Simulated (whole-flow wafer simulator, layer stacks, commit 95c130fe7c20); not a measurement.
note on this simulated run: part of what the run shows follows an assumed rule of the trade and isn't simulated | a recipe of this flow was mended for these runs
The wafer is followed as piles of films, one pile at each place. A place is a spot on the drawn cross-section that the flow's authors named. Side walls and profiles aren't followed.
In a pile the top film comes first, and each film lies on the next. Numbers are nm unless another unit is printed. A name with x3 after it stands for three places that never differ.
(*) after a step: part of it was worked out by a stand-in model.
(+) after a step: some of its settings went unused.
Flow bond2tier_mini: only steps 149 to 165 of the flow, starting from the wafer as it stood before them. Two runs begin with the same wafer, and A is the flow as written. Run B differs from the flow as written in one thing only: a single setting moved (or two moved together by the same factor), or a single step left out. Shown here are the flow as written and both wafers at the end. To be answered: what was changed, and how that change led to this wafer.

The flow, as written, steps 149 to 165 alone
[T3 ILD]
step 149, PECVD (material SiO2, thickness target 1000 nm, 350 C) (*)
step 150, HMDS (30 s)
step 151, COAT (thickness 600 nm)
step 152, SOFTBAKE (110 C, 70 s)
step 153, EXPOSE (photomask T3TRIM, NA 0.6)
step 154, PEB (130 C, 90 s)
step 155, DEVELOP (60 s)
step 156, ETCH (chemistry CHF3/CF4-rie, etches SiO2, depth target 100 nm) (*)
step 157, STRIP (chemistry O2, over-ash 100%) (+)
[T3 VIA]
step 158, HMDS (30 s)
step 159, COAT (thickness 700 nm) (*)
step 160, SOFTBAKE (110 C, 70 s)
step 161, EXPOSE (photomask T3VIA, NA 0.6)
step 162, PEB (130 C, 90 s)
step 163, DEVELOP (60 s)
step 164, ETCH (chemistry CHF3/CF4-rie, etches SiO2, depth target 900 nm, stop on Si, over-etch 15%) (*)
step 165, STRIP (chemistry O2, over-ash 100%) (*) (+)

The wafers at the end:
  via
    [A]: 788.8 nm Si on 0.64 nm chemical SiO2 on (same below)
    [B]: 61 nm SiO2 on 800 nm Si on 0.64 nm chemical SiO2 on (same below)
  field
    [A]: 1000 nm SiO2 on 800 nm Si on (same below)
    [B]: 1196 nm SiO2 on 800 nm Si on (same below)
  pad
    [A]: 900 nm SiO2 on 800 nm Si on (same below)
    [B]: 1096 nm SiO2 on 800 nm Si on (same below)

Cause: step 149, PECVD: thickness target 1196 nm was run, whereas the flow has thickness target 1000 nm.
One can read it off the wafer: field has SiO2 1196, and step 149 as written asks for 1000 nm.

How this came from the change, step by step:
  step 149, PECVD (material SiO2, thickness target 1000 nm, 350 C) (*)
      field, pad, via: A +1000 SiO2 (new film) | B +1196 SiO2 (new film)
  step 164, ETCH (chemistry CHF3/CF4-rie, etches SiO2, depth target 900 nm, stop on Si, over-etch 15%) (*)
      via: A -900 SiO2 (all of it), -11.2 Si | B -1035 SiO2
